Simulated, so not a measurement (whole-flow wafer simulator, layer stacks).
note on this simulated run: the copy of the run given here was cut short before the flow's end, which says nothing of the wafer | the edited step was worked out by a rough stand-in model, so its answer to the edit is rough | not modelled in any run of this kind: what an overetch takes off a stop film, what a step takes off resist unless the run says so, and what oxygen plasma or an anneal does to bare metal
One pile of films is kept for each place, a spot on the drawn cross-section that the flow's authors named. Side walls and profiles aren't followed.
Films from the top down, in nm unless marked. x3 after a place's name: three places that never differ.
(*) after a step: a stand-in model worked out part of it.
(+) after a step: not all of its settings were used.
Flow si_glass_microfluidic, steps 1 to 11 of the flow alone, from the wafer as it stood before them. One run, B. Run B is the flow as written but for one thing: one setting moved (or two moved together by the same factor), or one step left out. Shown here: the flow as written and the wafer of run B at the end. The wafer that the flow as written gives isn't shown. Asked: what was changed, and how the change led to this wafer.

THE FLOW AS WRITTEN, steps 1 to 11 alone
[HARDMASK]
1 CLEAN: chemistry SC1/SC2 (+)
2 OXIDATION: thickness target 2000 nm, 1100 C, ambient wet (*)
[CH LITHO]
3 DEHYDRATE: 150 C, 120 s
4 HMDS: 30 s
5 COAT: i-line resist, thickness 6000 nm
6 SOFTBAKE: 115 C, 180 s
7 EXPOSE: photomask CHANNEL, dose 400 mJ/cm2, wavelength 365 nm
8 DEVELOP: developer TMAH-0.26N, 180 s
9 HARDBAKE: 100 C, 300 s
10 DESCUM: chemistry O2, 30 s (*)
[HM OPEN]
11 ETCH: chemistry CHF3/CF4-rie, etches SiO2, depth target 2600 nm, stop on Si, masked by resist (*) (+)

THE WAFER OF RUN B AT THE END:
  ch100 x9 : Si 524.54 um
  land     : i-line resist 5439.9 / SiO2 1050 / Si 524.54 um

The cause: step 2, OXIDATION: thickness target 1050 nm was run, where the flow has thickness target 2000 nm.
It can be read off the wafer: land has SiO2 1050, and step 2 as written asks for 2000 nm.

How the change led to this, step by step:
  2 OXIDATION: thickness target 2000 nm, 1100 C, ambient wet (*)
      land, ch100 x9: SiO2 +1050 (new film), chemical SiO2 -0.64 (all of it), Si -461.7 (as written it would be: SiO2 +2000 (new film), chemical SiO2 -0.64 (all of it), Si -879.7)
  11 ETCH: chemistry CHF3/CF4-rie, etches SiO2, depth target 2600 nm, stop on Si, masked by resist (*) (+)
      ch100 x9: SiO2 -1050 (all of it) (as written it would be: SiO2 -2000 (all of it))
      land: i-line resist -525 (as written it would be: i-line resist -866.7)
